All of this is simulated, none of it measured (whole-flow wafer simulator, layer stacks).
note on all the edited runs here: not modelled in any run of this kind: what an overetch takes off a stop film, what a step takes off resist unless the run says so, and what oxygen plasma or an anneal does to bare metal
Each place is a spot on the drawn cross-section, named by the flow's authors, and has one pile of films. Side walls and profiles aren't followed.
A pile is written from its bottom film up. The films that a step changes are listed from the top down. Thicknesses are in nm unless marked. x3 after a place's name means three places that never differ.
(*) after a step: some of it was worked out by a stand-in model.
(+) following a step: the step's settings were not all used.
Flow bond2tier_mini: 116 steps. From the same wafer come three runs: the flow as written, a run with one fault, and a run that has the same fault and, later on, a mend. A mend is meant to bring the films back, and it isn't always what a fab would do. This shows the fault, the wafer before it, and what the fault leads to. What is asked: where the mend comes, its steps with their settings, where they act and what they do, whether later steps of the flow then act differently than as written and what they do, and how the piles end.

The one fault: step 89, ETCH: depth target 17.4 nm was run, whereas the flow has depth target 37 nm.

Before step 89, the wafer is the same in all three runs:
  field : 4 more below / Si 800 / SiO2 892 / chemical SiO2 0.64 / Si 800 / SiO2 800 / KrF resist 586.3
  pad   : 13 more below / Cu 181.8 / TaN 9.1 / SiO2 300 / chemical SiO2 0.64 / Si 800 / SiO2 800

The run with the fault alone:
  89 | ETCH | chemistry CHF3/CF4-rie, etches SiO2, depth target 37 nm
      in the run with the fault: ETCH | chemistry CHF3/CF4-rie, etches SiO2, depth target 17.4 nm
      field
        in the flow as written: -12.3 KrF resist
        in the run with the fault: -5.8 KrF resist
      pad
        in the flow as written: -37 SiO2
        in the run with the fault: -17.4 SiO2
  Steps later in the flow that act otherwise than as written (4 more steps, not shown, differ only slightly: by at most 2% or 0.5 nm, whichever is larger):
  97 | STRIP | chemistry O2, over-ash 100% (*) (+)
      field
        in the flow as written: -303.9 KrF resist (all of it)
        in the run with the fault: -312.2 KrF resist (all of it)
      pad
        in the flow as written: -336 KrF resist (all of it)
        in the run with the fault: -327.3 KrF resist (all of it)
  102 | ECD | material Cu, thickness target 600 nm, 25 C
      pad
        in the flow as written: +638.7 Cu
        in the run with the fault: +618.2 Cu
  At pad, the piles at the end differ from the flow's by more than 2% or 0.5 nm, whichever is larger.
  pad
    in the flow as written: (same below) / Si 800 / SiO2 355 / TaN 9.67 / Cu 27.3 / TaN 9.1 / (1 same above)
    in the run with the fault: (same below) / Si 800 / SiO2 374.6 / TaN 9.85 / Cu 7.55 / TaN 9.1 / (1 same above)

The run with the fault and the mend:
  The mend stands after step 89.
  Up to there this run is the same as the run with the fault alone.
  89a | ETCH | chemistry CHF3/CF4-rie, etches SiO2, depth target 19.6 nm (a further turn of the flow's step 89, with different settings)
      field
        -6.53 KrF resist
      pad
        -19.6 SiO2
  Later steps of the flow that are run all act as written at every place that is followed.
  By the end, the piles equal the flow's at every place that both follow.
